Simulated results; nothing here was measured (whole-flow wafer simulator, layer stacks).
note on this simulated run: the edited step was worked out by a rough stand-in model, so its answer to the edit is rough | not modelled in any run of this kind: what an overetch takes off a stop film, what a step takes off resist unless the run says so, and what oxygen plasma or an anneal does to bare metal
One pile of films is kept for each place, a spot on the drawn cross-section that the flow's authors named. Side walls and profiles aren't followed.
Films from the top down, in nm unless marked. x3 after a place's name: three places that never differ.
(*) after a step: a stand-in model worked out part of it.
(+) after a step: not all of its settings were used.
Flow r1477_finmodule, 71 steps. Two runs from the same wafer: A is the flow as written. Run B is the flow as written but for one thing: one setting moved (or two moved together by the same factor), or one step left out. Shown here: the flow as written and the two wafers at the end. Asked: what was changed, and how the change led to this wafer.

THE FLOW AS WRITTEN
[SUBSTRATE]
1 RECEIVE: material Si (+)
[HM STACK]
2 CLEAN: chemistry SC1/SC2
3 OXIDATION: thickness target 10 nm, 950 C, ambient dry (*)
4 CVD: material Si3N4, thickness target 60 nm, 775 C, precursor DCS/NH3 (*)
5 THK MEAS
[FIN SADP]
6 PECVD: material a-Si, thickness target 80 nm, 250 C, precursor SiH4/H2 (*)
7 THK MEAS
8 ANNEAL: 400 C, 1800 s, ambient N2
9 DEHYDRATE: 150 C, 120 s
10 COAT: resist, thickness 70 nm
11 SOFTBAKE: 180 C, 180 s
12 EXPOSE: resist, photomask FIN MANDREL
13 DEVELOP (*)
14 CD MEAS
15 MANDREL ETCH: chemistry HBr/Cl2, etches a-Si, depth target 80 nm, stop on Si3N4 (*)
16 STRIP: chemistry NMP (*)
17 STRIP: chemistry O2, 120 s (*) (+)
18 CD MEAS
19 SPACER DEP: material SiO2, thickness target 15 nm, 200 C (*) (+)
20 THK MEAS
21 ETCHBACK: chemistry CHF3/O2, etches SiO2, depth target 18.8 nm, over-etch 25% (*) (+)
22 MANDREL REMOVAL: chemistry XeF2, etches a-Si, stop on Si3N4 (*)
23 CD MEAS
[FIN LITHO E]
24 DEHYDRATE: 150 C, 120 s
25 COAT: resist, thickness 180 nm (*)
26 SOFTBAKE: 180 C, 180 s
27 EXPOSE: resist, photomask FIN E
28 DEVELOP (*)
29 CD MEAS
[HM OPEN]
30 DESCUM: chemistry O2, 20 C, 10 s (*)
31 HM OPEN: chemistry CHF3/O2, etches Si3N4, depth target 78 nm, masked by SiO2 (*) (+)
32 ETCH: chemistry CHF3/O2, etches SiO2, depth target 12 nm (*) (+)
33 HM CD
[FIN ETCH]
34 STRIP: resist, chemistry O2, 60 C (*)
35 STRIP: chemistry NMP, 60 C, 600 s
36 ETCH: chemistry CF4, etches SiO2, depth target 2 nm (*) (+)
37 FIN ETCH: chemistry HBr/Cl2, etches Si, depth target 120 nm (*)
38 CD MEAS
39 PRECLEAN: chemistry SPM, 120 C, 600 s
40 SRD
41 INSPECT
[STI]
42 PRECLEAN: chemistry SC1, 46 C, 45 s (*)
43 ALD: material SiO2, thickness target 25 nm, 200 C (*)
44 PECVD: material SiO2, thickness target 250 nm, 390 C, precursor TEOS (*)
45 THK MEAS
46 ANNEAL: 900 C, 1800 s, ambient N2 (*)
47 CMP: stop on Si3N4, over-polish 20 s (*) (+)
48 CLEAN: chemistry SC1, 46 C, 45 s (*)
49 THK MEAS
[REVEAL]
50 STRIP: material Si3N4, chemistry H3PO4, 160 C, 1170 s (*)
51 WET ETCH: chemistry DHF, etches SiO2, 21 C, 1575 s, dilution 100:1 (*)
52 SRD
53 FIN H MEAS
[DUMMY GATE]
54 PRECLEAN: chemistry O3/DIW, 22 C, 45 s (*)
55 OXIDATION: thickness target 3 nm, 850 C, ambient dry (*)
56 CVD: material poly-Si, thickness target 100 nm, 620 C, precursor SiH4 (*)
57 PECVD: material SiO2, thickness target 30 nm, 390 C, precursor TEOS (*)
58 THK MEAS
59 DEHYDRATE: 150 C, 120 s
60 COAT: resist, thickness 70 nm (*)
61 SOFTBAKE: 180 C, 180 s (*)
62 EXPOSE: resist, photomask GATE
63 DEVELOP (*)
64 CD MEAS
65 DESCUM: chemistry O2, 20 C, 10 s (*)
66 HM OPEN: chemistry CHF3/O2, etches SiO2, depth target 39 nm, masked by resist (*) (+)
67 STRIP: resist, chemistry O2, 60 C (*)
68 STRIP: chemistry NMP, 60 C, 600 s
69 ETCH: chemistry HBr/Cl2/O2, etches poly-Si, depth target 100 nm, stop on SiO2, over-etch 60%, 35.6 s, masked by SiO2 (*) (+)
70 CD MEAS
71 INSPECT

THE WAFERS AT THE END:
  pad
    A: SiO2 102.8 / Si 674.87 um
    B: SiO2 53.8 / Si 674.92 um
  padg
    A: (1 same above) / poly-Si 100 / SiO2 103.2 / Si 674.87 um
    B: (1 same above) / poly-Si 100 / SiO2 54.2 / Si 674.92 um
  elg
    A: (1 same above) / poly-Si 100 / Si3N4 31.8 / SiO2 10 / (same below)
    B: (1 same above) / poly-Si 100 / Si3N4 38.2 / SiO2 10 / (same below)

The cause: step 37, FIN ETCH: depth target 70.8 nm was run, where the flow has depth target 120 nm.

How the change led to this, step by step:
  37 FIN ETCH: chemistry HBr/Cl2, etches Si, depth target 120 nm (*)
      pad, padg, esg and 19 more: A Si -120 | B Si -70.8
      elg, e40lg, e100lg, e200lg, elo, e40lo, e100lo, e200lo: A Si3N4 -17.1 | B Si3N4 -10.1
      (and at 6 more places)
  43 ALD: material SiO2, thickness target 25 nm, 200 C (*)
      s40cg, s45cg, s50cg, s40co, s45co, s50co: A SiO2 +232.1 (new film) | B SiO2 +186.7 (new film)
      esg: A SiO2 +194.3 (new film) | B SiO2 +152.1 (new film)
  47 CMP: stop on Si3N4, over-polish 20 s (*) (+)
      pad, padg, e40sg and 11 more: A SiO2 -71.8 | B SiO2 -121
      elg, esg, e40lg and 6 more: A SiO2 -241.6 | B SiO2 -248.6
      (and at 1 more place)
  51 WET ETCH: chemistry DHF, etches SiO2, 21 C, 1575 s, dilution 100:1 (*)
      elg, e40lg, e100lg, e200lg, elo, e40lo, e100lo, e200lo: A SiO2 -17.8 (all of it), Si3N4 -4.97 | B SiO2 -10.8 (all of it), Si3N4 -5.54
  56 CVD: material poly-Si, thickness target 100 nm, 620 C, precursor SiH4 (*)
      esg: A poly-Si +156 (new film) | B poly-Si +162.4 (new film)
  60 COAT: resist, thickness 70 nm (*)
      e40sg, eso, e40so: A resist +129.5 (new film) | B resist +135.5 (new film)
      e100sg, e100so: A resist +129.4 (new film) | B resist +135.5 (new film)
      (and at 2 more places)
  63 DEVELOP (*)
      eso, e40so: A resist -129.5 (all of it) | B resist -135.5 (all of it)
      e100so: A resist -129.4 (all of it) | B resist -135.5 (all of it)
      (and at 1 more place)
  67 STRIP: resist, chemistry O2, 60 C (*)
      e40sg: A resist -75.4 (all of it) | B resist -81.4 (all of it)
      e100sg: A resist -75.3 (all of it) | B resist -81.4 (all of it)
      (and at 1 more place)
